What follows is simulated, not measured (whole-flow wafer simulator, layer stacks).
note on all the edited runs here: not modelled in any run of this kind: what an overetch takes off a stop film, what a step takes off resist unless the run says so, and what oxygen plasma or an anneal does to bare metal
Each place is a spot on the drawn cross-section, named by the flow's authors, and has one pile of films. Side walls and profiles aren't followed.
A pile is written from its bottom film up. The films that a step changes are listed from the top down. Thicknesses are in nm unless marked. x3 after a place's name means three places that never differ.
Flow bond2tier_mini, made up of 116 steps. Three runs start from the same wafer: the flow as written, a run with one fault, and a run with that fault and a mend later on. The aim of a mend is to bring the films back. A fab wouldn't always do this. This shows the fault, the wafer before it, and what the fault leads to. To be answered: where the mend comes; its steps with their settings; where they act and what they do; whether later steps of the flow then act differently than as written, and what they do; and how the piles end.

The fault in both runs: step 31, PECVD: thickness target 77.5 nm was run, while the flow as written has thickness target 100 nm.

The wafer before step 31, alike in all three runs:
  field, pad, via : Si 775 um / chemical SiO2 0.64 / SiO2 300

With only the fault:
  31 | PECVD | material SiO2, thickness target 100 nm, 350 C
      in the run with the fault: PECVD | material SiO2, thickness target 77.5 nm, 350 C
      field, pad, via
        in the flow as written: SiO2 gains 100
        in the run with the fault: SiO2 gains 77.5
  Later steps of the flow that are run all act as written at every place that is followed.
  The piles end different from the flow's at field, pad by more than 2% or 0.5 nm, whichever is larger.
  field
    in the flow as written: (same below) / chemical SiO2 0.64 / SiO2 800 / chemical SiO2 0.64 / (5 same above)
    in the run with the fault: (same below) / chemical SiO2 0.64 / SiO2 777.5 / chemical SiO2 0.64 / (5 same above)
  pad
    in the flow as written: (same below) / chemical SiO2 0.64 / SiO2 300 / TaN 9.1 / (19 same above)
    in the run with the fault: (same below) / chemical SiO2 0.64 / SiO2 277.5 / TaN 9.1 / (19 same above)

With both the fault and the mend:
  The mend stands after step 31.
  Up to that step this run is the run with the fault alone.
  31a | PECVD | material SiO2, thickness target 22.5 nm, 350 C (a further turn of the flow's step 31, with different settings)
      field, pad, via
        SiO2 gains 22.5
  Later steps of the flow that are run all act as written at every place that is followed.
  At every place that both follow, the piles at the end match the flow's.
